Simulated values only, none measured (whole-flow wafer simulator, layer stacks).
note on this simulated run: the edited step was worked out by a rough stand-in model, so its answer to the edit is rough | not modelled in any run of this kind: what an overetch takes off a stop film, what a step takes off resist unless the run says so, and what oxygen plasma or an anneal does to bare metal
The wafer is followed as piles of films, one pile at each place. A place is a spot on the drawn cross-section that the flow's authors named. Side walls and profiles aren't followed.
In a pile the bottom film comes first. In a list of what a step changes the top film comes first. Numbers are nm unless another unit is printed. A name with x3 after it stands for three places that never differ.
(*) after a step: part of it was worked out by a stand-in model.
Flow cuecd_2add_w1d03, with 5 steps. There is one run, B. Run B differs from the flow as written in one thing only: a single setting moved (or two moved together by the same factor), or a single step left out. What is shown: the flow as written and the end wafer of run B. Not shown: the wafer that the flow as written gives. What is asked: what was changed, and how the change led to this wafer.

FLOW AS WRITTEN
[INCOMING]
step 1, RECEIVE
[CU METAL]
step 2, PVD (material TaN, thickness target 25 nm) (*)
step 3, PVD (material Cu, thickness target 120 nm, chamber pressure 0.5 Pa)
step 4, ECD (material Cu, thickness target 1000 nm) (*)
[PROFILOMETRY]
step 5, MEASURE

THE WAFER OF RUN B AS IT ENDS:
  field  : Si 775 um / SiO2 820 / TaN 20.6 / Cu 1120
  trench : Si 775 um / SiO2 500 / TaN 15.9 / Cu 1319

The reason: step 2, PVD: thickness target 20.6 nm was run, though the flow has thickness target 25 nm.
The wafer itself shows it: field has TaN 20.6, and step 2 as written asks for 25 nm.

Step by step, how the change led to this:
  step 2, PVD (material TaN, thickness target 25 nm) (*)
      field: TaN gains 20.6 (new film) (as written it would have been: TaN gains 25 (new film))
      trench: TaN gains 15.9 (new film) (as written it would have been: TaN gains 19.4 (new film))
